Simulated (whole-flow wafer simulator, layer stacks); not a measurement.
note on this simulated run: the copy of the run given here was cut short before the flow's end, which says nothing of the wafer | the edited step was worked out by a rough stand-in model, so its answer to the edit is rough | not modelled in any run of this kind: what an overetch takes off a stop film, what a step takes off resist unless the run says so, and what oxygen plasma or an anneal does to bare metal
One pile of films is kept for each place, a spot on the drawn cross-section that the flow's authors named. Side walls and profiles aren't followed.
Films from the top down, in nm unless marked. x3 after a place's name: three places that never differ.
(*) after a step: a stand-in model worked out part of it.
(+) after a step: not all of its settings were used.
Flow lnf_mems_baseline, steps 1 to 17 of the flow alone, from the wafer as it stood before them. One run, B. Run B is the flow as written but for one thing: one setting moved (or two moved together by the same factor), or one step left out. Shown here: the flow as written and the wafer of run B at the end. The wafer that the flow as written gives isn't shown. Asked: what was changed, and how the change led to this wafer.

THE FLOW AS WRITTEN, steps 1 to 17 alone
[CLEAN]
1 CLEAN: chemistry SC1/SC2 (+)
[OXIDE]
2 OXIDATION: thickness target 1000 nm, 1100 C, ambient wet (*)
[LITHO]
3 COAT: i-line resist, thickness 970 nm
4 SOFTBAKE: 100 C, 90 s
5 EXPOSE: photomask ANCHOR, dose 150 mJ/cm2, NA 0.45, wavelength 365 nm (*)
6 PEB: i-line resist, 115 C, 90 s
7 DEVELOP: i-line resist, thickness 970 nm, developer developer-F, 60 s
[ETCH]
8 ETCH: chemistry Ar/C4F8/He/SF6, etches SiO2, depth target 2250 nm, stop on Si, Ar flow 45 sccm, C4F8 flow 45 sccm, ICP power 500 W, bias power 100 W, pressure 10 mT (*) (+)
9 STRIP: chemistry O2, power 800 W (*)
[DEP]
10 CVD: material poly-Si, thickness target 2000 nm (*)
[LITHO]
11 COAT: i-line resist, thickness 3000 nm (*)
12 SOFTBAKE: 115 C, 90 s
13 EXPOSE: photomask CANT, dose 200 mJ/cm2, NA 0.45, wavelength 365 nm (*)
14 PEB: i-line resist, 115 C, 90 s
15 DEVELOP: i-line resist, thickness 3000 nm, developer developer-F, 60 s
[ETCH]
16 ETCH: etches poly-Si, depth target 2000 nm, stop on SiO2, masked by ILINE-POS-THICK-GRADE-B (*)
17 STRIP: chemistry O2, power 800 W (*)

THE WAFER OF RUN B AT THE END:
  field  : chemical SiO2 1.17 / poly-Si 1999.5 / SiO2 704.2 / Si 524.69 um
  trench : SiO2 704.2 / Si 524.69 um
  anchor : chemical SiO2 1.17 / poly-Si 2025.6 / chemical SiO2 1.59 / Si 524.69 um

The cause: step 2, OXIDATION: 1018 C was run, where the flow has 1100 C.

How the change led to this, step by step:
  2 OXIDATION: thickness target 1000 nm, 1100 C, ambient wet (*)
      field, anchor, beam, trench, char_slit: SiO2 +704.2 (new film), chemical SiO2 -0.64 (all of it), Si -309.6 (as written it would be: SiO2 +1000 (new film), chemical SiO2 -0.64 (all of it), Si -439.7)
  8 ETCH: chemistry Ar/C4F8/He/SF6, etches SiO2, depth target 2250 nm, stop on Si, Ar flow 45 sccm, C4F8 flow 45 sccm, ICP power 500 W, bias power 100 W, pressure 10 mT (*) (+)
      field, beam, trench, char_slit: i-line resist -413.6 (as written it would be: i-line resist -561.5)
      anchor: SiO2 -704.2 (all of it) (as written it would be: SiO2 -1000 (all of it))
  9 STRIP: chemistry O2, power 800 W (*)
      field, beam, trench, char_slit: i-line resist -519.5 (all of it) (as written it would be: i-line resist -371.6 (all of it))
  10 CVD: material poly-Si, thickness target 2000 nm (*)
      anchor: poly-Si +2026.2 (new film) (as written it would be: poly-Si +2322 (new film))
